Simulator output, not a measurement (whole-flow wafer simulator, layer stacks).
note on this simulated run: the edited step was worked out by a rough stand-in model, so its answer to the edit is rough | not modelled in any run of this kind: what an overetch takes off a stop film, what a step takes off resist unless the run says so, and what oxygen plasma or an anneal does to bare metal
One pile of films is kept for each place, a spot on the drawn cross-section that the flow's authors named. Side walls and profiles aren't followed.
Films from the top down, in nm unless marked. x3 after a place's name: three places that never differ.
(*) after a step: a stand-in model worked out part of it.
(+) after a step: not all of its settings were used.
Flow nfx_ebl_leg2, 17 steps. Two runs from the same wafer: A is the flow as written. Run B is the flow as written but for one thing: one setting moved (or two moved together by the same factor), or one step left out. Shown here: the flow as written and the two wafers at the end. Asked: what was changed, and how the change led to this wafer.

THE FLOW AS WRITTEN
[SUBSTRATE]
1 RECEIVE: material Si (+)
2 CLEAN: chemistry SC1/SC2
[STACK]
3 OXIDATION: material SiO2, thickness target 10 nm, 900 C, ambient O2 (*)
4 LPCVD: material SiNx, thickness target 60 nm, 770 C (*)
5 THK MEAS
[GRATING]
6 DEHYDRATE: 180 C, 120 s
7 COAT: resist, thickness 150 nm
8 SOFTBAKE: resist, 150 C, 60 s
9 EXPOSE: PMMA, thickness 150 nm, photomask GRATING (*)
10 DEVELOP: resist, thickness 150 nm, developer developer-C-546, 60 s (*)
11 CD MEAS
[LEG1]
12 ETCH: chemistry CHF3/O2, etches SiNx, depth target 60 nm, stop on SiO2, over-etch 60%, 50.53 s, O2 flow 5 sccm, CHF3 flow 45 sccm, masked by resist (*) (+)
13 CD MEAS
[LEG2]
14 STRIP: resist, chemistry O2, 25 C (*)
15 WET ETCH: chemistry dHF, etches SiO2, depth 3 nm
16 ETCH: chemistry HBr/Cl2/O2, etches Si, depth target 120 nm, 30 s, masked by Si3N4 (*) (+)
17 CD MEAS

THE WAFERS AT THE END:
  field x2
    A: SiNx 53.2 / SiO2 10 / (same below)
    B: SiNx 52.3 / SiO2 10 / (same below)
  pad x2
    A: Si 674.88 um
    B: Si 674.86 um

The cause: step 16, ETCH: depth target 135 nm was run, where the flow has depth target 120 nm; step 16, ETCH: 33.8 s was run, where the flow has 30 s.

How the change led to this, step by step:
  16 ETCH: chemistry HBr/Cl2/O2, etches Si, depth target 120 nm, 30 s, masked by Si3N4 (*) (+)
      field x2: A SiNx -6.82 | B SiNx -7.68
      pad x2: A Si -120 | B Si -135
